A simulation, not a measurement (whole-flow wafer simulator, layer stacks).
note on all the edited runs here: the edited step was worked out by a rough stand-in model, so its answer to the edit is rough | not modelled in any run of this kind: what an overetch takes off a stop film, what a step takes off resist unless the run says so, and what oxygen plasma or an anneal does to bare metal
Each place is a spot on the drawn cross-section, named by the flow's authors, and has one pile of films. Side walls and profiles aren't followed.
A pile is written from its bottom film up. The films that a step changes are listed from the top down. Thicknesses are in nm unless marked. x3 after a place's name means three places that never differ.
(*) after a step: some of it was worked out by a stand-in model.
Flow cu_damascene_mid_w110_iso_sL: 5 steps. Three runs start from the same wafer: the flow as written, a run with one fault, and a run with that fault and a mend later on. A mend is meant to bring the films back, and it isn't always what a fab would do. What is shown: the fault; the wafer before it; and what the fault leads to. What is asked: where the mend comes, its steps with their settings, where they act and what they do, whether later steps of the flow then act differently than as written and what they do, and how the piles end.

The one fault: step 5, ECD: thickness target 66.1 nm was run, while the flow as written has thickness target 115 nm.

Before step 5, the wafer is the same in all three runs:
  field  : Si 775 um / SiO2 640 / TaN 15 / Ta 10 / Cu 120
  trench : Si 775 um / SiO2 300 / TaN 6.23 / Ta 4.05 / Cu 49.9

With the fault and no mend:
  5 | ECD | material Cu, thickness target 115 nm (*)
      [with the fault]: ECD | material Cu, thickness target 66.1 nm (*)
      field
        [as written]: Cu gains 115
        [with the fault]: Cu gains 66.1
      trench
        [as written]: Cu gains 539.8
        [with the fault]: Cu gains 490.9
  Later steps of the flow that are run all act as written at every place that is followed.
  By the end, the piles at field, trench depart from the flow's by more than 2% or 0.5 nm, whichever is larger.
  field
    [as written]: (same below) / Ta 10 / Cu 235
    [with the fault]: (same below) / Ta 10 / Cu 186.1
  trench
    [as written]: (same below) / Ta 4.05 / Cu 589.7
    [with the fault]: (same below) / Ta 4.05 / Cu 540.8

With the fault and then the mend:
  The mend follows step 5.
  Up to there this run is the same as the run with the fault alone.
  5a | ECD | material Cu, thickness target 48.9 nm (the flow's step 5 again, with other settings)
      field, trench
        Cu gains 48.9
  Later steps of the flow that are run all act as written at every place that is followed.
  By the end, the piles equal the flow's at every place that both follow.
